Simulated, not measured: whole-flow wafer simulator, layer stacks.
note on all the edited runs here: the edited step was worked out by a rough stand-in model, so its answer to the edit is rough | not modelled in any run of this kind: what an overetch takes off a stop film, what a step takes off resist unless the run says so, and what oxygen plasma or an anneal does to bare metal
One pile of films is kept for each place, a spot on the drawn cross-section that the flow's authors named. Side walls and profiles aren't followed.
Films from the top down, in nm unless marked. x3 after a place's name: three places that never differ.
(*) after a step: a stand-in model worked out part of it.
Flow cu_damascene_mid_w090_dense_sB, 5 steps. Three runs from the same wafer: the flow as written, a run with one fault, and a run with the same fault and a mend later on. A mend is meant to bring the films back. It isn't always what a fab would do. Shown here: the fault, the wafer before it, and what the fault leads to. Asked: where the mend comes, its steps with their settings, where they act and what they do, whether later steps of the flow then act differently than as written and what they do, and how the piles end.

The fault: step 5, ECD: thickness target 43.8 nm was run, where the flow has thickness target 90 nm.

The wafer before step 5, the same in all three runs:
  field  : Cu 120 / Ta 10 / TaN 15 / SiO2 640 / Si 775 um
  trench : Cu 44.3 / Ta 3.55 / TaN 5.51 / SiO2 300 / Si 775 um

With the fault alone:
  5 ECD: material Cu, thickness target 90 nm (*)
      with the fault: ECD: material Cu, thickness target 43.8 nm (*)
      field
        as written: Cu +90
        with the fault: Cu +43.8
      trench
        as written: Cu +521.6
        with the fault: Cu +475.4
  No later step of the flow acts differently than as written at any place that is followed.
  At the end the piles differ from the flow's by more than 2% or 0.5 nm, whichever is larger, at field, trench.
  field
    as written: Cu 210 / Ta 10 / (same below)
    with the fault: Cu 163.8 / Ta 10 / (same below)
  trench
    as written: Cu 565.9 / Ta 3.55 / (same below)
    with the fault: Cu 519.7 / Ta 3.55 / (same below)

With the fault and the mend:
  The mend comes after step 5.
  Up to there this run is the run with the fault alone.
  5a ECD: material Cu, thickness target 46.2 nm (the flow's step 5 once more, with other settings)
      field, trench
        Cu +46.2
  No later step of the flow acts differently than as written at any place that is followed.
  At the end the piles are the same as the flow's at every place that both follow.
